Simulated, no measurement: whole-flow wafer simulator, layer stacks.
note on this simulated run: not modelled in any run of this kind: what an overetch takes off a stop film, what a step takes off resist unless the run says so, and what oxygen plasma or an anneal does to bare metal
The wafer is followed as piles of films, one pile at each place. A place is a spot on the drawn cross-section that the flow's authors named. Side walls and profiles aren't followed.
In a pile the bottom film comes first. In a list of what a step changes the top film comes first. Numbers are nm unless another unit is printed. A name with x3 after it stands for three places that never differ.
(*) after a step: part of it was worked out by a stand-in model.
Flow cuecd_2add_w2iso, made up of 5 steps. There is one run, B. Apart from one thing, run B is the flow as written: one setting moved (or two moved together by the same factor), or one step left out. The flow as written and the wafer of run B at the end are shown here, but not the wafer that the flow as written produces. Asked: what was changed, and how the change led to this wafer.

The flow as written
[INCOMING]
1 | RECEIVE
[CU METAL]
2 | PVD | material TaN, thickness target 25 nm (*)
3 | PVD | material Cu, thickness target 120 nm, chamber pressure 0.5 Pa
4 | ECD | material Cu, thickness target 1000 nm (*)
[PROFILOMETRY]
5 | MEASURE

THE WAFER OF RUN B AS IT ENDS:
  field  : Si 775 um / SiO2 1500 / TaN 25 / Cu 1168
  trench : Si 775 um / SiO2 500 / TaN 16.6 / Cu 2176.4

Cause: step 3, PVD: thickness target 168 nm was run, whereas the flow has thickness target 120 nm.

How this came from the change, step by step:
  3 | PVD | material Cu, thickness target 120 nm, chamber pressure 0.5 Pa
      field: +168 Cu (new film) (as written it would have been: +120 Cu (new film))
      trench: +112.8 Cu (new film) (as written it would have been: +80.8 Cu (new film))
